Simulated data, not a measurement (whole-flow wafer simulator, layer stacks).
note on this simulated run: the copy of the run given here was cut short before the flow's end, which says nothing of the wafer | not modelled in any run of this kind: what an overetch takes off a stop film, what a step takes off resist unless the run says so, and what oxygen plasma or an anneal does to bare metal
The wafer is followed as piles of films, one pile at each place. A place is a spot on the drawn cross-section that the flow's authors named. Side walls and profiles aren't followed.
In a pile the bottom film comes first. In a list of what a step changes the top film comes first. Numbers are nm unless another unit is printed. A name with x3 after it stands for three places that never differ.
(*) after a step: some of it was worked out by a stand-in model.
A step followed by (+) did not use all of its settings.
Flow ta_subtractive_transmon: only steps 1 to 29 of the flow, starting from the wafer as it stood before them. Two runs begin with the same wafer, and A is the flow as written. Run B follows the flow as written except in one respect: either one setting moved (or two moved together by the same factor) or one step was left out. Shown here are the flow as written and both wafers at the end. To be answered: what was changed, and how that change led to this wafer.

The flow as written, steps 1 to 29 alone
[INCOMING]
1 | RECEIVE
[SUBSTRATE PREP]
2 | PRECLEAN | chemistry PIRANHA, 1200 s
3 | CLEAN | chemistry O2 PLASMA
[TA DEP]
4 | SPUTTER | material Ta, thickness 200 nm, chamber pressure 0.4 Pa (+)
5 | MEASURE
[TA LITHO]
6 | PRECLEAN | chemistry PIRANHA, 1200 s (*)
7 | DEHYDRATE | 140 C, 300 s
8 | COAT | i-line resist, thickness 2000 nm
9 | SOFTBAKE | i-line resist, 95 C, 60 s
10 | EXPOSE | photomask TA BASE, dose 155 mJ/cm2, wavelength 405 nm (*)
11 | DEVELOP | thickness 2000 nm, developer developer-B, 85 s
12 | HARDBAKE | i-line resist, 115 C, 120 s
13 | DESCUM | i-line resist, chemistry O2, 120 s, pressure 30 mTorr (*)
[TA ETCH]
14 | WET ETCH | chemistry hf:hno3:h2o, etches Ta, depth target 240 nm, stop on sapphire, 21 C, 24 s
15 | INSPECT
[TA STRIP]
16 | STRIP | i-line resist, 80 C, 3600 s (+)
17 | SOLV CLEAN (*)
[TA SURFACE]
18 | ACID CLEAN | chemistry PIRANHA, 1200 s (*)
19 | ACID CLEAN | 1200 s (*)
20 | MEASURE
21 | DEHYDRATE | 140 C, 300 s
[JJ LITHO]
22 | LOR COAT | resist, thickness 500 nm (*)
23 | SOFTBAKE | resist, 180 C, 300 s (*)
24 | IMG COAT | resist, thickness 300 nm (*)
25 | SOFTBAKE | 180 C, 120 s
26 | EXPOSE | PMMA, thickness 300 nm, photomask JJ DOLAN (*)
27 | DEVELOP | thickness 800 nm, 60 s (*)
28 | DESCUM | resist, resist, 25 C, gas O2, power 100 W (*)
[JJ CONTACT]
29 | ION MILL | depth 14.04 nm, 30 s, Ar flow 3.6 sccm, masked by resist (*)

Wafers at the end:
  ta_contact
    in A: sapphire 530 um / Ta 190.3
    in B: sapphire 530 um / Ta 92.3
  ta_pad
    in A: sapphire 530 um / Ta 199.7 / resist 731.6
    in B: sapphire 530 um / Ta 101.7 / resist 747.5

The reason: step 4, SPUTTER: thickness 102 nm was run, whereas the flow has thickness 200 nm.

The path from the change to this, step by step:
  4 | SPUTTER | material Ta, thickness 200 nm, chamber pressure 0.4 Pa (+)
      field x2, jj_line, lead, ta_contact, ta_pad: A Ta gains 200 (new film) | B Ta gains 102 (new film)
  14 | WET ETCH | chemistry hf:hno3:h2o, etches Ta, depth target 240 nm, stop on sapphire, 21 C, 24 s
      field x2, jj_line, lead: A Ta loses 200 (all of it) | B Ta loses 102 (all of it)
  22 | LOR COAT | resist, thickness 500 nm (*)
      lead: A resist gains 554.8 (new film) | B resist gains 528.9 (new film)
      ta_contact: A resist gains 443.8 (new film) | B resist gains 470.1 (new film)
  24 | IMG COAT | resist, thickness 300 nm (*)
      ta_contact: A resist gains 287.4 | B resist gains 293.8
      ta_pad: A resist gains 281.3 | B resist gains 290.3
  27 | DEVELOP | thickness 800 nm, 60 s (*)
      lead: A resist loses 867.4 (all of it) | B resist loses 835.3 (all of it)
      ta_contact: A resist loses 731.2 (all of it) | B resist loses 763.8 (all of it)
